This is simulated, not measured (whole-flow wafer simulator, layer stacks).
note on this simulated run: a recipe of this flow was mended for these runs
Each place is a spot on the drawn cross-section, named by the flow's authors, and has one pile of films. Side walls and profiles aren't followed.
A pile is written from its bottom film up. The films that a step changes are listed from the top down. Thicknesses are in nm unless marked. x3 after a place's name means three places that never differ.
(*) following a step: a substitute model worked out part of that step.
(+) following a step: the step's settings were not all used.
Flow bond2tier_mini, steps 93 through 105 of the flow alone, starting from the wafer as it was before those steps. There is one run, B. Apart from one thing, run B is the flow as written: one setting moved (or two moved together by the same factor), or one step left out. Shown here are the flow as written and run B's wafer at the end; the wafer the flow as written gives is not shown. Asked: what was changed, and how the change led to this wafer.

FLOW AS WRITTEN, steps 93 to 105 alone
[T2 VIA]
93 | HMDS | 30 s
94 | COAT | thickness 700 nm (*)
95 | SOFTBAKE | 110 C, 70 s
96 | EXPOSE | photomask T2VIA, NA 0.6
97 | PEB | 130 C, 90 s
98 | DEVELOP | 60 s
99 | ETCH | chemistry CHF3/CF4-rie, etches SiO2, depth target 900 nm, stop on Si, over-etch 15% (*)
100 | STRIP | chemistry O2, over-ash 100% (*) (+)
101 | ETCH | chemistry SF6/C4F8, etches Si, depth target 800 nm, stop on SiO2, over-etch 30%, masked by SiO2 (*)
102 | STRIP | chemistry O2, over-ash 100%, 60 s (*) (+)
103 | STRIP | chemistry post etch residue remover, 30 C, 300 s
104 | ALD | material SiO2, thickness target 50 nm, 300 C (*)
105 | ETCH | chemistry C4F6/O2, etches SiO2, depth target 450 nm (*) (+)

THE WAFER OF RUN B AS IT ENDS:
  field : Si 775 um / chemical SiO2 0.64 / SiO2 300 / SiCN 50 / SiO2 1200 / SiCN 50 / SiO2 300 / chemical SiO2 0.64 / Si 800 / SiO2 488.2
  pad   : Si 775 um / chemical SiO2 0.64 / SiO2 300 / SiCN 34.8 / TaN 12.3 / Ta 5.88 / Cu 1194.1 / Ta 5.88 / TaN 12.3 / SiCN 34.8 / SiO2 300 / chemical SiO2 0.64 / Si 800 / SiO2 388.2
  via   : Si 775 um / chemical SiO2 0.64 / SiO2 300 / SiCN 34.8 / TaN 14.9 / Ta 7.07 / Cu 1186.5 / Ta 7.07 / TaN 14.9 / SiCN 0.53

Cause: step 105, ETCH: depth target 551.5 nm was run, though the flow has depth target 450 nm.

The path from the change to this, step by step:
  105 | ETCH | chemistry C4F6/O2, etches SiO2, depth target 450 nm (*) (+)
      field, pad: SiO2 loses 551.5 (it would be, as written: SiO2 loses 450)
      via: SiO2 loses 348.1 (all of it), SiCN loses 34.3 (it would be, as written: SiO2 loses 348.1 (all of it), SiCN loses 17.2)
